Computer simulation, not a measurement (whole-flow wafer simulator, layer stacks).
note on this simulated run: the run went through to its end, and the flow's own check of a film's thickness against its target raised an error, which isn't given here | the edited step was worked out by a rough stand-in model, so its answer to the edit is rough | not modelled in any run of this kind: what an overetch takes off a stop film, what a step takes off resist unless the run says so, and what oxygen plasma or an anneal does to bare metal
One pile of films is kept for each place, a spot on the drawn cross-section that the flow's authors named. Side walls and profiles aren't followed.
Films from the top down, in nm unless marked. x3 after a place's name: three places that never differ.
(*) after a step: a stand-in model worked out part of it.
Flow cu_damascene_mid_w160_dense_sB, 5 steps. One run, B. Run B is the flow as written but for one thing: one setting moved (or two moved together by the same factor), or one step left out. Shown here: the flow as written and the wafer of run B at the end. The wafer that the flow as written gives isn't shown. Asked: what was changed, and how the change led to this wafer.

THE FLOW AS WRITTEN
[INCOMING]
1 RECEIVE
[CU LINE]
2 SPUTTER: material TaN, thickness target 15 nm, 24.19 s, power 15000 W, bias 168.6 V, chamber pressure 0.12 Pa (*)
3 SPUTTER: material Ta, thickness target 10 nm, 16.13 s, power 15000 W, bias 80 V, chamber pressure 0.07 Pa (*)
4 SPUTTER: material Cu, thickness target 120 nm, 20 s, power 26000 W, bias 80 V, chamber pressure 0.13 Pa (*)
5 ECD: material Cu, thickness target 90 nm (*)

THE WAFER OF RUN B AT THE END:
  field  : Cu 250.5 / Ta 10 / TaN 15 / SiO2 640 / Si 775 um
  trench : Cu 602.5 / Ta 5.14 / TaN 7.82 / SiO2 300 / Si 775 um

The cause: step 5, ECD: thickness target 130.5 nm was run, where the flow has thickness target 90 nm.

How the change led to this, step by step:
  5 ECD: material Cu, thickness target 90 nm (*)
      field: Cu +130.5 (as written it would be: Cu +90)
      trench: Cu +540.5 (as written it would be: Cu +500)
